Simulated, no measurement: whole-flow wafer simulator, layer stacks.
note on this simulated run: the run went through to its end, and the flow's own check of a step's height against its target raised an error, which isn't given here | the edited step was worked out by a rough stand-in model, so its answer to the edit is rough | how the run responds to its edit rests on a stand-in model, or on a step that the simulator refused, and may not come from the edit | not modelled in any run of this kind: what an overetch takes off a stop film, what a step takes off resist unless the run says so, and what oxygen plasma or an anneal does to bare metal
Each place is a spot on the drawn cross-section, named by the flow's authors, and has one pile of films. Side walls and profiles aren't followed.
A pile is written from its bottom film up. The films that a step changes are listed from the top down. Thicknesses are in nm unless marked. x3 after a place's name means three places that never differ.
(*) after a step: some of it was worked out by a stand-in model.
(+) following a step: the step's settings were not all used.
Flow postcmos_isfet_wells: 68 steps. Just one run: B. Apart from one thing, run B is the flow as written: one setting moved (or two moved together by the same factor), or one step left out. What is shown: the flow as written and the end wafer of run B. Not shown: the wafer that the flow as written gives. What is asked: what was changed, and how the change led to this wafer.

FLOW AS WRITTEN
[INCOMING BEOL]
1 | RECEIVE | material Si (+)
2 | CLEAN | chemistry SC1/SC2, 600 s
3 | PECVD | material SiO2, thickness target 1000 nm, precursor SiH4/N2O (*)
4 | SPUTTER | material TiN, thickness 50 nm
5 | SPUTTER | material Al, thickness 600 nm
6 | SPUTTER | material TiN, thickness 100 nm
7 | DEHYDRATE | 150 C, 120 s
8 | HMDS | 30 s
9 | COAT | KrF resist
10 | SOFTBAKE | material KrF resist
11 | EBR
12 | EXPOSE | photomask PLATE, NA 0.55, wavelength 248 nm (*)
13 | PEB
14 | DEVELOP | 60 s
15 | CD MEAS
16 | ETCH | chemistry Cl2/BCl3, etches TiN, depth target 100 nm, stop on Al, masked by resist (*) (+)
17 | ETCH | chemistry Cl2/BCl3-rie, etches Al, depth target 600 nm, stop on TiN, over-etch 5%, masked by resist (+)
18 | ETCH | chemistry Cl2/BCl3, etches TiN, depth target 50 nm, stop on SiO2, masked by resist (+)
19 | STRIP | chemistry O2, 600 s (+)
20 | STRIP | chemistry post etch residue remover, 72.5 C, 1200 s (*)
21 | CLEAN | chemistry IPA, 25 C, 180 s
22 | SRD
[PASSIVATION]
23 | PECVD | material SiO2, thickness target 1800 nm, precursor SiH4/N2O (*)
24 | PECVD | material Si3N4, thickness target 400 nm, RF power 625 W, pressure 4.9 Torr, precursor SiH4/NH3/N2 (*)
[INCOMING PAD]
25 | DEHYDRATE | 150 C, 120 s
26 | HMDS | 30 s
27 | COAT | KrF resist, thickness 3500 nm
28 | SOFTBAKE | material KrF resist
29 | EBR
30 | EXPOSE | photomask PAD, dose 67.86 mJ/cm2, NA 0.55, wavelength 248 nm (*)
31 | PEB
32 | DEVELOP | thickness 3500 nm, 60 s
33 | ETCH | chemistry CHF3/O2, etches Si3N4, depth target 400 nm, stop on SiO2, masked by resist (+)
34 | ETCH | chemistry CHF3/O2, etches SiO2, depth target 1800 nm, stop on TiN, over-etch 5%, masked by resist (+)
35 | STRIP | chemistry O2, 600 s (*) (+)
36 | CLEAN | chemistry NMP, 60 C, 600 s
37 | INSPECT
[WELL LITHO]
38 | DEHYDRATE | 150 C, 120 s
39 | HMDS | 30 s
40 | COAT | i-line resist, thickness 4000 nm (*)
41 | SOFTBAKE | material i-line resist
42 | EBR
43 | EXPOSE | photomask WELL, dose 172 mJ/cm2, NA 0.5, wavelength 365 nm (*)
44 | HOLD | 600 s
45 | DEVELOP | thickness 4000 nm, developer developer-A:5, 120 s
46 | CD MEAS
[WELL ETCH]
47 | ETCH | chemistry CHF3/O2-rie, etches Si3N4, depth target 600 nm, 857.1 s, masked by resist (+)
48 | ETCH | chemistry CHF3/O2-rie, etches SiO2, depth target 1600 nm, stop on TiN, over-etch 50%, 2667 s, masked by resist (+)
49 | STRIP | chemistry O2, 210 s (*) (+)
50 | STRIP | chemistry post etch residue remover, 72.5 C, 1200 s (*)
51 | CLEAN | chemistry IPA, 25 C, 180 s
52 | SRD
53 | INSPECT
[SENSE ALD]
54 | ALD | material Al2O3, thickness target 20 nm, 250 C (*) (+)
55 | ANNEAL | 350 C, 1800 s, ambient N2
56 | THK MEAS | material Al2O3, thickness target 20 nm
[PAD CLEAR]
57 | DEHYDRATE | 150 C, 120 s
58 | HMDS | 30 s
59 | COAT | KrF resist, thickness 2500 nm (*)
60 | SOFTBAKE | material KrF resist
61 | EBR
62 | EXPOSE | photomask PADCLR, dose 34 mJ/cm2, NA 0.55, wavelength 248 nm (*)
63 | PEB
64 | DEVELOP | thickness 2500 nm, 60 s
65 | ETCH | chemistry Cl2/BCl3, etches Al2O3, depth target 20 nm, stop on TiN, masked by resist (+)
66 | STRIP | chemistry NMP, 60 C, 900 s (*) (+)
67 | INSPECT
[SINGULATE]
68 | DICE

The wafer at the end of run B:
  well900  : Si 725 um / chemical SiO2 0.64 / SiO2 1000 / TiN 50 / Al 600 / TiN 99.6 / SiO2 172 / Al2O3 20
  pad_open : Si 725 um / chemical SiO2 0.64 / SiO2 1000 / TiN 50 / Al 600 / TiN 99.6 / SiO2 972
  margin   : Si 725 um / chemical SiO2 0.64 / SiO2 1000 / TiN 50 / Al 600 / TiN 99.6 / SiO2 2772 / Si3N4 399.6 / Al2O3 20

Cause: step 23, PECVD: thickness target 2772 nm was run, while the flow as written has thickness target 1800 nm.
The wafer itself shows it: margin has SiO2 2772, and step 23 as written asks for 1800 nm.

How this came from the change, step by step:
  23 | PECVD | material SiO2, thickness target 1800 nm, precursor SiH4/N2O (*)
      margin, well900, well1300 x3, pad_rim, pad_clr, pad_open: SiO2 gains 2772 (new film) (it would be, as written: SiO2 gains 1800 (new film))
      field: SiO2 gains 2772 (new film), void gains 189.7 (new film), SiO2 gains 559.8 (it would be, as written: SiO2 gains 1800 (new film), void gains 189.9 (new film), SiO2 gains 559.7)
  34 | ETCH | chemistry CHF3/O2, etches SiO2, depth target 1800 nm, stop on TiN, over-etch 5%, masked by resist (+)
      pad_open: SiO2 loses 1800 (it would be, as written: SiO2 loses 1800 (all of it))
  48 | ETCH | chemistry CHF3/O2-rie, etches SiO2, depth target 1600 nm, stop on TiN, over-etch 50%, 2667 s, masked by resist (+)
      well900, well1300 x3: SiO2 loses 2400 (it would be, as written: SiO2 loses 1600 (all of it))
  59 | COAT | KrF resist, thickness 2500 nm (*)
      field: KrF resist gains 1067 (new film) (it would be, as written: KrF resist gains 1449 (new film))
      margin: KrF resist gains 1066.9 (new film) (it would be, as written: KrF resist gains 1448.9 (new film))
  63 | PEB
      field, margin: KrF resist loses 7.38 (it would be, as written: KrF resist loses 10.1)
  66 | STRIP | chemistry NMP, 60 C, 900 s (*) (+)
      field: KrF resist loses 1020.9 (all of it) (it would be, as written: KrF resist loses 1400.1 (all of it))
      margin: KrF resist loses 1020.8 (all of it) (it would be, as written: KrF resist loses 1400.1 (all of it))
